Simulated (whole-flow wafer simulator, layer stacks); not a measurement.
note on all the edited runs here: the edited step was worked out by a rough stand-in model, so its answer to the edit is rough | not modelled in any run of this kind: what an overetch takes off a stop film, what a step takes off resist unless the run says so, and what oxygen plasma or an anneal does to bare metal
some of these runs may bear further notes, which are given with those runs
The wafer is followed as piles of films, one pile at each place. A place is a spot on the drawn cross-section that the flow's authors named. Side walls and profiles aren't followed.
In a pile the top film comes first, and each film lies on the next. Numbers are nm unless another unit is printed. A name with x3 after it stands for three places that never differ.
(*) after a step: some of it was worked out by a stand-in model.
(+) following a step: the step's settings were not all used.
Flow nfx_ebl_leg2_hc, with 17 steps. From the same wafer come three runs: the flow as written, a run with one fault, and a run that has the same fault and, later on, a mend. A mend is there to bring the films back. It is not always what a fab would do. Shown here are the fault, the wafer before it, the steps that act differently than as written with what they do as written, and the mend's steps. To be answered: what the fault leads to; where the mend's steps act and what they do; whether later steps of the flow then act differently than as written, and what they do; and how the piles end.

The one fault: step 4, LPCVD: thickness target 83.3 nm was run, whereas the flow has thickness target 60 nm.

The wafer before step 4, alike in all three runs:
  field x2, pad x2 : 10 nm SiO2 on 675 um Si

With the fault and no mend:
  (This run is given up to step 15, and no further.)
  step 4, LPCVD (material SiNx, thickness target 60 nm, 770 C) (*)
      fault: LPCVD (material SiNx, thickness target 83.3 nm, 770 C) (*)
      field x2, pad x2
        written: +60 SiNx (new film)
        fault: +83.3 SiNx (new film)
  Later steps of the flow acting differently than as written:
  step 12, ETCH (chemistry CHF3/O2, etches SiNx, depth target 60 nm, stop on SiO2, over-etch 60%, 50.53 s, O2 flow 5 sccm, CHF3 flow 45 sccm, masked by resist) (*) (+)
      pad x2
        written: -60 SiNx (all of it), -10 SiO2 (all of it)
        fault: -83.3 SiNx (all of it), -6.35 SiO2
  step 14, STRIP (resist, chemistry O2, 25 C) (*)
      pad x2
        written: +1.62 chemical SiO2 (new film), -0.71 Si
        fault: nothing
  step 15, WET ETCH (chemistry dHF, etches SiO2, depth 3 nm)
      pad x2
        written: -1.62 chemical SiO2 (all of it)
        fault: -3 SiO2
  Once step 15 is done, the piles at field x2, pad x2 depart from the flow's by more than 2% or 0.5 nm, whichever is larger.
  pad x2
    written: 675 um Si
    fault: 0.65 nm SiO2 on 675 um Si
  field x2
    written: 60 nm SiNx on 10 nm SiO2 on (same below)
    fault: 83.3 nm SiNx on 10 nm SiO2 on (same below)

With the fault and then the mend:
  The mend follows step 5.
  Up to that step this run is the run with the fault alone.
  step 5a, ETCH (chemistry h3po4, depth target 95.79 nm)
      field x2, pad x2
        -83.3 SiNx (all of it)
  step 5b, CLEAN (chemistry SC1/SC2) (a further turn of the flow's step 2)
      leaves every film unchanged at each place that is followed
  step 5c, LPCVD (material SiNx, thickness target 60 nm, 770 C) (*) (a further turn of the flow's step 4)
      field x2, pad x2
        +60 SiNx (new film)
  None of the later steps of the flow acts differently than as written at any place that is followed.
  By the end, the piles equal the flow's at every place that both follow.
